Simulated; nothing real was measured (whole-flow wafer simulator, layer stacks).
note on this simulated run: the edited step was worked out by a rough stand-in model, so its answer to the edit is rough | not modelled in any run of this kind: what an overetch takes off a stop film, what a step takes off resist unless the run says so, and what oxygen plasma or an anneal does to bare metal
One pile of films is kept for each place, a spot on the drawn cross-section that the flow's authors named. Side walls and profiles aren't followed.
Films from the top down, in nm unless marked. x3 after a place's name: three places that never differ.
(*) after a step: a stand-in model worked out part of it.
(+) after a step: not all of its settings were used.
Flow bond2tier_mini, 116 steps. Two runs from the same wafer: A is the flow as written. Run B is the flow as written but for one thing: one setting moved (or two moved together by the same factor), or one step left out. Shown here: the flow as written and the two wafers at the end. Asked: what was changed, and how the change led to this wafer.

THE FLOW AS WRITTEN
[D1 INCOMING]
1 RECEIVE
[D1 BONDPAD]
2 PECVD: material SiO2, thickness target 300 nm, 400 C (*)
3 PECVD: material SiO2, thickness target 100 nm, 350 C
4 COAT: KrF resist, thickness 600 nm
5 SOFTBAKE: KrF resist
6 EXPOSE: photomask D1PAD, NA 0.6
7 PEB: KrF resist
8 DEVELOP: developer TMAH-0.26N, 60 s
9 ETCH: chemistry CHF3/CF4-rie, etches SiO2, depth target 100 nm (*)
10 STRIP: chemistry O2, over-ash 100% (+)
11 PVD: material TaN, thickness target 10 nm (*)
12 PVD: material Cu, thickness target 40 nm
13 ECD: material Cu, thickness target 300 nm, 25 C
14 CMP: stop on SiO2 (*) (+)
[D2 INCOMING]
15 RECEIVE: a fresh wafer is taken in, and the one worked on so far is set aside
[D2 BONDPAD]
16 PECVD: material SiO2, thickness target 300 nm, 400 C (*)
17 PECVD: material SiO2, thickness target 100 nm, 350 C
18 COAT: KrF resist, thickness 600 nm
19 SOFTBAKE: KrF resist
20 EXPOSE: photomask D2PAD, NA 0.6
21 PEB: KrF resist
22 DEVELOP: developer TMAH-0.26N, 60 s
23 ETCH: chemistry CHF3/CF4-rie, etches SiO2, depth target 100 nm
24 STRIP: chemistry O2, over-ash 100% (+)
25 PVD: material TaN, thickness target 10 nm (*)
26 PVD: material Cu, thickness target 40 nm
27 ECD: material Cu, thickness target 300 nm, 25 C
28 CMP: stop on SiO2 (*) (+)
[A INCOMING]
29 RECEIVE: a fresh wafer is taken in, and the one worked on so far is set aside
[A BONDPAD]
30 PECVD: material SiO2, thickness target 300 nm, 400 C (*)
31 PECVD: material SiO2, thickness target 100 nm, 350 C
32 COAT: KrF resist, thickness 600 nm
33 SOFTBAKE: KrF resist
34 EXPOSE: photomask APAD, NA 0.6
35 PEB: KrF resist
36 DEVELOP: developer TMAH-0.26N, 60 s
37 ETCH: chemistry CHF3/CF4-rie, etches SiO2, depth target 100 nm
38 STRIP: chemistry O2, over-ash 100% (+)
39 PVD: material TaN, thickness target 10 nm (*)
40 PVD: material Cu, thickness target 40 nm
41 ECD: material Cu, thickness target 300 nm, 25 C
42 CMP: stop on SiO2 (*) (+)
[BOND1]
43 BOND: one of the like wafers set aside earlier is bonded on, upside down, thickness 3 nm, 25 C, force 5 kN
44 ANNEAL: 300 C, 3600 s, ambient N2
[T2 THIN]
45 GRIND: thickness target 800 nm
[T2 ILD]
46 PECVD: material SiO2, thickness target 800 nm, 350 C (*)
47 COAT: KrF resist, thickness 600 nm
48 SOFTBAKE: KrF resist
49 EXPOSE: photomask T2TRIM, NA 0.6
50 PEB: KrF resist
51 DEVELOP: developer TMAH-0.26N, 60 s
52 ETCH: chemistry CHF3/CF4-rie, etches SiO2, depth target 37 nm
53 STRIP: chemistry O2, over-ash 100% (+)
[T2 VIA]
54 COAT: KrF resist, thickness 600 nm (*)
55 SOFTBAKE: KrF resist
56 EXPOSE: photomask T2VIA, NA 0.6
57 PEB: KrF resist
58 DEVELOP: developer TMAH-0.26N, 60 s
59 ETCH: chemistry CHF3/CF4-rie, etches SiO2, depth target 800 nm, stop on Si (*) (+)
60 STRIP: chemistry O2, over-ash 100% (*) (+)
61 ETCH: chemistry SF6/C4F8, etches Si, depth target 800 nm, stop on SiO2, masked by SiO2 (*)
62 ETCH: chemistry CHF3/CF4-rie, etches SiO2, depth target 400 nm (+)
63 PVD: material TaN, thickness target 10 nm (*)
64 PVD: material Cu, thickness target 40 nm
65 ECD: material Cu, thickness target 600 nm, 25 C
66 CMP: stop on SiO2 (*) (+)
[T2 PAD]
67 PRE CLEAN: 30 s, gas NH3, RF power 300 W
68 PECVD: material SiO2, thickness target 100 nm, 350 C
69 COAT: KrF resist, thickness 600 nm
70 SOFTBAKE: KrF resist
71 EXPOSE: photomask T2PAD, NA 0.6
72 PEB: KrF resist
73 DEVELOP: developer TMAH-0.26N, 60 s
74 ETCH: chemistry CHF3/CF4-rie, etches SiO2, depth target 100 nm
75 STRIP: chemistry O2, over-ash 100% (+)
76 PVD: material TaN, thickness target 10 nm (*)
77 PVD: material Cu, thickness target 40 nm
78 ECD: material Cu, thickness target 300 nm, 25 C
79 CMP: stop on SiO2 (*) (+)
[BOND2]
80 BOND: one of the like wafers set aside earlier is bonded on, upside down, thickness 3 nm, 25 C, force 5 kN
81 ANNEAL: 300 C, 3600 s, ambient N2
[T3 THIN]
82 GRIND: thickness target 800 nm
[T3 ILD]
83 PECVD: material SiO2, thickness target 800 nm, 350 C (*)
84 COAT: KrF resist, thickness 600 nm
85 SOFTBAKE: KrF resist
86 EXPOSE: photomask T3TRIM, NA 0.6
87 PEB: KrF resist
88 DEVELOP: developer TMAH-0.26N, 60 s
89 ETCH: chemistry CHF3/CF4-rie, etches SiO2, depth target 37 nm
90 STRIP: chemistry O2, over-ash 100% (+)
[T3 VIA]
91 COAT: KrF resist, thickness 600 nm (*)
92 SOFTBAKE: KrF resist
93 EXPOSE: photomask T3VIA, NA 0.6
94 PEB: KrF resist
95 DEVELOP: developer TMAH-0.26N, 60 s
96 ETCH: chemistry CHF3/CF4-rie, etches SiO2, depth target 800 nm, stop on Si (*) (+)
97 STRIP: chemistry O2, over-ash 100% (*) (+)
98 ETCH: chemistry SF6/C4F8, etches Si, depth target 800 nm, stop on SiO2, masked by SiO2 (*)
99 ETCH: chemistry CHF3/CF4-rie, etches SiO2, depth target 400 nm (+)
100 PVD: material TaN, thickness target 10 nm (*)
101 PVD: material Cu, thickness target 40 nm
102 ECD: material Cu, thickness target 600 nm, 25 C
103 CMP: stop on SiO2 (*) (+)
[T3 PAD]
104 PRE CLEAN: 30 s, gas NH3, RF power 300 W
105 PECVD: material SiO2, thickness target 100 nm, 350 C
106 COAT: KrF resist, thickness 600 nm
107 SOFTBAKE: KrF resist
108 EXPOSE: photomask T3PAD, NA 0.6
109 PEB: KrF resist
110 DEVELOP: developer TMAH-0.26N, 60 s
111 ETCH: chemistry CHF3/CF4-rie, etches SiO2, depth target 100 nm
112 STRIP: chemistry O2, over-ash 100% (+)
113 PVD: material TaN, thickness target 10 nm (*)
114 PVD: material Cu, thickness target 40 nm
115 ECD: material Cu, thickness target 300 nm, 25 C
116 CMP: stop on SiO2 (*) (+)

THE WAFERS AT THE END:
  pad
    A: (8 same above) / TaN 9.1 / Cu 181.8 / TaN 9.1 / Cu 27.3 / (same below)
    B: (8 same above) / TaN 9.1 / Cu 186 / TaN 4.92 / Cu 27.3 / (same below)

The cause: step 76, PVD: thickness target 5.4 nm was run, where the flow has thickness target 10 nm.

How the change led to this, step by step:
  76 PVD: material TaN, thickness target 10 nm (*)
      field: A TaN +10 (new film) | B TaN +5.4 (new film)
      pad: A TaN +9.1 (new film) | B TaN +4.92 (new film)
  79 CMP: stop on SiO2 (*) (+)
      field: A Cu -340 (all of it), TaN -10 (all of it) | B Cu -340 (all of it), TaN -5.4 (all of it)
